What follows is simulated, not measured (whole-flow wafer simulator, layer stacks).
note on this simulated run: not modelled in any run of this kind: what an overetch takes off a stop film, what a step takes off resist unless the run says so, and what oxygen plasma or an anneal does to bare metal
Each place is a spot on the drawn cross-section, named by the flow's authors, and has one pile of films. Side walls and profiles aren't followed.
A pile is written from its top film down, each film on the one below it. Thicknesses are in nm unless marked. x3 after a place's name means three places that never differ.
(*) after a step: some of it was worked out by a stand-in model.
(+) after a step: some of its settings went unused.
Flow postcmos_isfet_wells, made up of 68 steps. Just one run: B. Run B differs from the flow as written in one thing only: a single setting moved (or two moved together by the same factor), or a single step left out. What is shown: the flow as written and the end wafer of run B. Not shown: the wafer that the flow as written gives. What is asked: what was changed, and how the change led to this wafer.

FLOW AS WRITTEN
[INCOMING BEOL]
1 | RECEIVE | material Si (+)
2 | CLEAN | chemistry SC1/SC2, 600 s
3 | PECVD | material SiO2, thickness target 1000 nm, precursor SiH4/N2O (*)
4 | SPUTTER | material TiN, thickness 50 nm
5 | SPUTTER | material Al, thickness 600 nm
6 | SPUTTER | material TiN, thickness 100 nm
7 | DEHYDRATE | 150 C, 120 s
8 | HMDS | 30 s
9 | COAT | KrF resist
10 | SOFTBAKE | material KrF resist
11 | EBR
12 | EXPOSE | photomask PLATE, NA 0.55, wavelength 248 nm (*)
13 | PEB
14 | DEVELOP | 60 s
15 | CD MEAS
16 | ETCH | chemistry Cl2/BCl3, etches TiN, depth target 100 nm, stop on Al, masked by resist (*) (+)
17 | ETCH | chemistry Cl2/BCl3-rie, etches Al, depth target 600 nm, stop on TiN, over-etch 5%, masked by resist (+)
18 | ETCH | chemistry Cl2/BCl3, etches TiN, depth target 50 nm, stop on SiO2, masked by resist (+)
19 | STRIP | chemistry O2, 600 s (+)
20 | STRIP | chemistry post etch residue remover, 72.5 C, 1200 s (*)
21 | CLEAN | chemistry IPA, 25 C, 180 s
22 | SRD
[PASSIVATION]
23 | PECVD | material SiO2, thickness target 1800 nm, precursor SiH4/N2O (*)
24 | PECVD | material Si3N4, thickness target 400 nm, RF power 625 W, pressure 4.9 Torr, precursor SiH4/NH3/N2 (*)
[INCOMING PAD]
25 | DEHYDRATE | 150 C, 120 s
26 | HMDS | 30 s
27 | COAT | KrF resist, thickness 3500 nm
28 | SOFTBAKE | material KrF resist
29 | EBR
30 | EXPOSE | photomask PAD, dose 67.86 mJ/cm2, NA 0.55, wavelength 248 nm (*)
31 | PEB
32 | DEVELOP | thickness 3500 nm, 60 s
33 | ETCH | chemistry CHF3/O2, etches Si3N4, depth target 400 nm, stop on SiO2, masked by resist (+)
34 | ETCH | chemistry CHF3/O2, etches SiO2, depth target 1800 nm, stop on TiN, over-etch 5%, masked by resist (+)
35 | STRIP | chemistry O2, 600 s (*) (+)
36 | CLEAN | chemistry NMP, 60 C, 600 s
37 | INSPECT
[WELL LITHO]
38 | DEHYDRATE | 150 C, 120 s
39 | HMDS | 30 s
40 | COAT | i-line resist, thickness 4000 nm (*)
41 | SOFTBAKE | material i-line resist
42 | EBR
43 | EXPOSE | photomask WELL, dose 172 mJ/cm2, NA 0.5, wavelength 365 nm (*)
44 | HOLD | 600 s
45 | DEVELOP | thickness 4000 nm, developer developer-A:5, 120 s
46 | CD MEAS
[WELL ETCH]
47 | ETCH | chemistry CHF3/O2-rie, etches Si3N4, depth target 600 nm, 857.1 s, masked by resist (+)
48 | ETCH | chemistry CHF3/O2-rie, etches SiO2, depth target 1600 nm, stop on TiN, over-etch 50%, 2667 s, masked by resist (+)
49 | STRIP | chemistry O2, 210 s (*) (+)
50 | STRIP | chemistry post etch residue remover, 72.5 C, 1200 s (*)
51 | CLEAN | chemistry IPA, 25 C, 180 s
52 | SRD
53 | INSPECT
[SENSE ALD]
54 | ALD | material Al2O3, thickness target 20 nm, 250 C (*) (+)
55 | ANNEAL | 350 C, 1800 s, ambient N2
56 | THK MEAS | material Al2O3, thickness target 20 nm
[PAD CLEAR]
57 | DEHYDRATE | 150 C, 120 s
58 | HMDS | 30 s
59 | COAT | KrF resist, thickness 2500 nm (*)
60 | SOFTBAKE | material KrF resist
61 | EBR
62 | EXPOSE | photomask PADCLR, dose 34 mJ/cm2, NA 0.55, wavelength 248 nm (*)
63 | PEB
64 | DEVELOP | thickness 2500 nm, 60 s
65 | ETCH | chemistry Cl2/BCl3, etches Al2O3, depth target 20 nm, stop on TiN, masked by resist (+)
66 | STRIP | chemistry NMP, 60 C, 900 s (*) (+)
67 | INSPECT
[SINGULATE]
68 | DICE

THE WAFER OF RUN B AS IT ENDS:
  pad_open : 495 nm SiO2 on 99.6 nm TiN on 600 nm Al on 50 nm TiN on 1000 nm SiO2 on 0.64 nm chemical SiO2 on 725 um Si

Cause: step 34, ETCH: depth target 1305 nm was run, though the flow has depth target 1800 nm.

How this came from the change, step by step:
  34 | ETCH | chemistry CHF3/O2, etches SiO2, depth target 1800 nm, stop on TiN, over-etch 5%, masked by resist (+)
      pad_open: SiO2 loses 1305 (it would be, as written: SiO2 loses 1800 (all of it))
      field, margin, well900, well1300 x3, pad_rim, pad_clr: KrF resist loses 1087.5 (it would be, as written: KrF resist loses 1500)
  35 | STRIP | chemistry O2, 600 s (*) (+)
      field, margin, well900, well1300 x3, pad_rim, pad_clr: KrF resist loses 2025.8 (all of it) (it would be, as written: KrF resist loses 1613.3 (all of it))
  40 | COAT | i-line resist, thickness 4000 nm (*)
      pad_clr: i-line resist gains 3413.4 (new film) (it would be, as written: i-line resist gains 3256.8 (new film))
      pad_open: i-line resist gains 4626.3 (new film) (it would be, as written: i-line resist gains 4804.7 (new film))
  41 | SOFTBAKE | material i-line resist
      pad_clr: i-line resist loses 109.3 (it would be, as written: i-line resist loses 156.7)
      pad_open: i-line resist gains 92.5 (it would be, as written: i-line resist gains 115.3)
  49 | STRIP | chemistry O2, 210 s (*) (+)
      pad_clr: i-line resist loses 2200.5 (all of it) (it would be, as written: i-line resist loses 1996.5 (all of it))
      pad_open: i-line resist loses 3615.2 (all of it) (it would be, as written: i-line resist loses 3816.3 (all of it))
  59 | COAT | KrF resist, thickness 2500 nm (*)
      pad_rim: KrF resist gains 2089.5 (new film) (it would be, as written: KrF resist gains 1976.4 (new film))
      pad_clr: KrF resist gains 1859.6 (new film) (it would be, as written: KrF resist gains 1691.6 (new film))
      (and at 1 other place as well)
  60 | SOFTBAKE | material KrF resist
      pad_clr: KrF resist loses 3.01 (it would be, as written: KrF resist loses 3.77)
  63 | PEB
      pad_rim: KrF resist loses 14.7 (it would be, as written: KrF resist loses 13.9)
      pad_clr: KrF resist loses 13 (it would be, as written: KrF resist loses 11.8)
      (and at 1 other place as well)
  64 | DEVELOP | thickness 2500 nm, 60 s
      pad_clr: KrF resist loses 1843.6 (all of it) (it would be, as written: KrF resist loses 1676 (all of it))
      pad_open: KrF resist loses 2921 (all of it) (it would be, as written: KrF resist loses 3045.1 (all of it))
  66 | STRIP | chemistry NMP, 60 C, 900 s (*) (+)
      pad_rim: KrF resist loses 2035.8 (all of it) (it would be, as written: KrF resist loses 1923.7 (all of it))
